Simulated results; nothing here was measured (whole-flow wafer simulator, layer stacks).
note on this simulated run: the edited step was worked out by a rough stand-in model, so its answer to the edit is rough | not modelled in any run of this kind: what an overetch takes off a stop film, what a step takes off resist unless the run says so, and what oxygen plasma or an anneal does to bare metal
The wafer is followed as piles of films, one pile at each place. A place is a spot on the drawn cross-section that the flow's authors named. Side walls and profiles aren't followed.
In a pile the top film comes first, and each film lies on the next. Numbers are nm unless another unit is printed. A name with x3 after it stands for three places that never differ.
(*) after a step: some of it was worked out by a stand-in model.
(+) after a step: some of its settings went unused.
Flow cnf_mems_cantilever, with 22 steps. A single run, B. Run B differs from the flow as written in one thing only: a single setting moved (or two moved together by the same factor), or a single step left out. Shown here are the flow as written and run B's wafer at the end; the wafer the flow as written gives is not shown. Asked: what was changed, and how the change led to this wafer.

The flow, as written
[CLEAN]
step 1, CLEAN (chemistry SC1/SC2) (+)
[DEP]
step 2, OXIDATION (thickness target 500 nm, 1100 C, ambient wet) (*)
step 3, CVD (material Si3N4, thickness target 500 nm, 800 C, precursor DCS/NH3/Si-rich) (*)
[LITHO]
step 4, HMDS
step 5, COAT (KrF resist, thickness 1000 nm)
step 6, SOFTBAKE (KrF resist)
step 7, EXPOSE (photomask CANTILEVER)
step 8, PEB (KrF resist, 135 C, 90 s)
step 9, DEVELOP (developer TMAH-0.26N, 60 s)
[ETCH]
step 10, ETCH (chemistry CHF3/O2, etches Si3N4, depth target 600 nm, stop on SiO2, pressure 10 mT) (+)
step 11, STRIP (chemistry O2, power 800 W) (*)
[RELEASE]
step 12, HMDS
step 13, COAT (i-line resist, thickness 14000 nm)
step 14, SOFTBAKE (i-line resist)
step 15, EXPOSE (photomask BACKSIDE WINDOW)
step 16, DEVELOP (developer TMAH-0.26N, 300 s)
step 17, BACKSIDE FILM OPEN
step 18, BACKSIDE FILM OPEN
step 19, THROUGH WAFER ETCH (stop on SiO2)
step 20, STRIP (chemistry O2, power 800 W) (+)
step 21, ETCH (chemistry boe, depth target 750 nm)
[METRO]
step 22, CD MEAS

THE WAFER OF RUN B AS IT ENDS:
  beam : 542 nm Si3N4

Cause: step 3, CVD: thickness target 542 nm was run, though the flow has thickness target 500 nm.
The wafer lets one read it off: beam has Si3N4 542, and step 3 as written asks for 500 nm.

The path from the change to this, step by step:
  step 3, CVD (material Si3N4, thickness target 500 nm, 800 C, precursor DCS/NH3/Si-rich) (*)
      field, beam: Si3N4 gains 542 (new film) (in the flow as written it would be: Si3N4 gains 500 (new film))
  step 10, ETCH (chemistry CHF3/O2, etches Si3N4, depth target 600 nm, stop on SiO2, pressure 10 mT) (+)
      field: Si3N4 loses 542 (all of it) (in the flow as written it would be: Si3N4 loses 500 (all of it))
